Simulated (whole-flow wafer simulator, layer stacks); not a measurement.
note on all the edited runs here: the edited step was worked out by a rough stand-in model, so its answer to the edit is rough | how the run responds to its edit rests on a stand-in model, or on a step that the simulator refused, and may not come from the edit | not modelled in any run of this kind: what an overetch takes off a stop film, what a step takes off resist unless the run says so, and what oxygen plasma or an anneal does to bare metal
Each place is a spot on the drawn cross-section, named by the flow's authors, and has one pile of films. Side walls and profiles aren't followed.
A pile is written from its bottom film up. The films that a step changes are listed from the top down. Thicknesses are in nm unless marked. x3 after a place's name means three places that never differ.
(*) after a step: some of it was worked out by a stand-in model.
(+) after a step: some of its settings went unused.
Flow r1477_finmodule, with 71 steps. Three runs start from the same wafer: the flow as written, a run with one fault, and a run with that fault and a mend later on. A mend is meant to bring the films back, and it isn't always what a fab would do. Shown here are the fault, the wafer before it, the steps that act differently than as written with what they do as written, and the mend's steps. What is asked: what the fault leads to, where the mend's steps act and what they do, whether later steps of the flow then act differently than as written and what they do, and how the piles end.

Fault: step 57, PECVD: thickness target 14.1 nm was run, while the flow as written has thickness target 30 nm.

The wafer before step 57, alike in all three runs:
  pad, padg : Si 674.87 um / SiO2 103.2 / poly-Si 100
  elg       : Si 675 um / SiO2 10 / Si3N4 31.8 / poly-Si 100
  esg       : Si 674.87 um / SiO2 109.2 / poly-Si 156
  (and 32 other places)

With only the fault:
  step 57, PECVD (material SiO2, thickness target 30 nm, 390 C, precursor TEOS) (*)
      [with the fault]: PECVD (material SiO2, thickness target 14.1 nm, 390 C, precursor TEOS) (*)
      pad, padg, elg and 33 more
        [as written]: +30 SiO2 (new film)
        [with the fault]: +14.1 SiO2 (new film)
  Steps further on in the flow that do not act as written (3 other steps are not shown; they differ only slightly, by no more than 2% or 0.5 nm, whichever is larger):
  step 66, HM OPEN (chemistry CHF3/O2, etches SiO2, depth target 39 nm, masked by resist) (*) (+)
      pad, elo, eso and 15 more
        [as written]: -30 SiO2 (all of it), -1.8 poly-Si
        [with the fault]: -14.1 SiO2 (all of it), -1.41 poly-Si
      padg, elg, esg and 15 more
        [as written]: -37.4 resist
        [with the fault]: -20.3 resist
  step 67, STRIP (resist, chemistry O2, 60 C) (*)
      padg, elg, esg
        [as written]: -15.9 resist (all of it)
        [with the fault]: -33 resist (all of it)
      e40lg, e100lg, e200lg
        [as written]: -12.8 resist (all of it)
        [with the fault]: -29.9 resist (all of it)
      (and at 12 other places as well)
  The piles end different from the flow's at padg, elg, esg and 15 more by more than 2% or 0.5 nm, whichever is larger.
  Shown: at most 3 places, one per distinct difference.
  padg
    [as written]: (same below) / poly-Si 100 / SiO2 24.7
    [with the fault]: (same below) / poly-Si 100 / SiO2 8.8
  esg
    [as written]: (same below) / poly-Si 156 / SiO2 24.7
    [with the fault]: (same below) / poly-Si 156 / SiO2 8.8
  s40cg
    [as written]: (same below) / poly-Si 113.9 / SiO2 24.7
    [with the fault]: (same below) / poly-Si 113.9 / SiO2 8.8

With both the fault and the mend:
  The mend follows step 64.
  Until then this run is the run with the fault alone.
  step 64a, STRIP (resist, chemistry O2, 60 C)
      padg, elg, esg
        -70 resist (all of it)
      e40lg, e100lg, e200lg
        -66.9 resist (all of it)
      s40sg, s45sg
        -91 resist (all of it)
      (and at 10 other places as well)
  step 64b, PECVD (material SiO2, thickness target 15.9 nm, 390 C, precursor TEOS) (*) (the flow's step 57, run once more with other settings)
      pad, padg, elg and 33 more
        +15.9 SiO2
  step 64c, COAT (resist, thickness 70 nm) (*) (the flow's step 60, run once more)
      e40lg, e100lg, e200lg, elo, e40lo, e100lo, e200lo
        +66.9 resist (new film)
      pad, padg, elg, esg
        +70 resist (new film)
      s40sg, s45sg, s40so, s45so
        +91 resist (new film)
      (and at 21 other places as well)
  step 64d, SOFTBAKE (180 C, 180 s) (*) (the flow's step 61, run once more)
      does not change any film at any place that is followed
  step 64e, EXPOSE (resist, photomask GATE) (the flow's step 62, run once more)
      does not change any film at any place that is followed
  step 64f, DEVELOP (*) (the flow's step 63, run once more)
      elo, e40lo, e100lo, e200lo
        -66.9 resist (all of it)
      eso, e40so
        -129.5 resist (all of it)
      s40so, s45so
        -91 resist (all of it)
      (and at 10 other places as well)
  None of the later steps of the flow acts differently than as written at any place that is followed.
  By the end, the piles equal the flow's at every place that both follow.
